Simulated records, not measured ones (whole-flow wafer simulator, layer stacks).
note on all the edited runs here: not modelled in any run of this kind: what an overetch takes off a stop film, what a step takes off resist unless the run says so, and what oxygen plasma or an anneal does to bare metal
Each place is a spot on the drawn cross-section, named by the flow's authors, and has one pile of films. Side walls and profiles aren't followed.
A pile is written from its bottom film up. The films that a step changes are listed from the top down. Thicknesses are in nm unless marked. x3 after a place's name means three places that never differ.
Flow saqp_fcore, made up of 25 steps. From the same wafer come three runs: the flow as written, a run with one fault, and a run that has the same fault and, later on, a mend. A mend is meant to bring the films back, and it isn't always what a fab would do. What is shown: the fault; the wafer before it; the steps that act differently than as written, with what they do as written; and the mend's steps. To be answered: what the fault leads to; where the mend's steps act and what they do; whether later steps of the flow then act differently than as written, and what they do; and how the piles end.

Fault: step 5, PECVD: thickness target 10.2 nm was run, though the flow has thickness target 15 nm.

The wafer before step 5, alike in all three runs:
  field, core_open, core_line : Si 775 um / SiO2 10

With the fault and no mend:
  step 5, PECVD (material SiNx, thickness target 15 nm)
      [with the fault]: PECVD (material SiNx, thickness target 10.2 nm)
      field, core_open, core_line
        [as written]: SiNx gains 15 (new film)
        [with the fault]: SiNx gains 10.2 (new film)
  Later steps of the flow that are run all act as written at every place that is followed.
  By the end, the piles at field, core_open, core_line depart from the flow's by more than 2% or 0.5 nm, whichever is larger.
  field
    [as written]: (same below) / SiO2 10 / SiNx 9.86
    [with the fault]: (same below) / SiO2 10 / SiNx 5.06
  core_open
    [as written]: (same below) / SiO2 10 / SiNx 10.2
    [with the fault]: (same below) / SiO2 10 / SiNx 5.38
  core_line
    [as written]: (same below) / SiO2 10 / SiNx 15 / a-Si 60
    [with the fault]: (same below) / SiO2 10 / SiNx 10.2 / a-Si 60

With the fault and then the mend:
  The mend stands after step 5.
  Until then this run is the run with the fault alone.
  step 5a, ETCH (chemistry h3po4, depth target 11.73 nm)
      field, core_open, core_line
        SiNx loses 10.2 (all of it)
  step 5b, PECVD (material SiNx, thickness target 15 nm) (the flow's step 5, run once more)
      field, core_open, core_line
        SiNx gains 15 (new film)
  Later steps of the flow that are run all act as written at every place that is followed.
  By the end, the piles equal the flow's at every place that both follow.
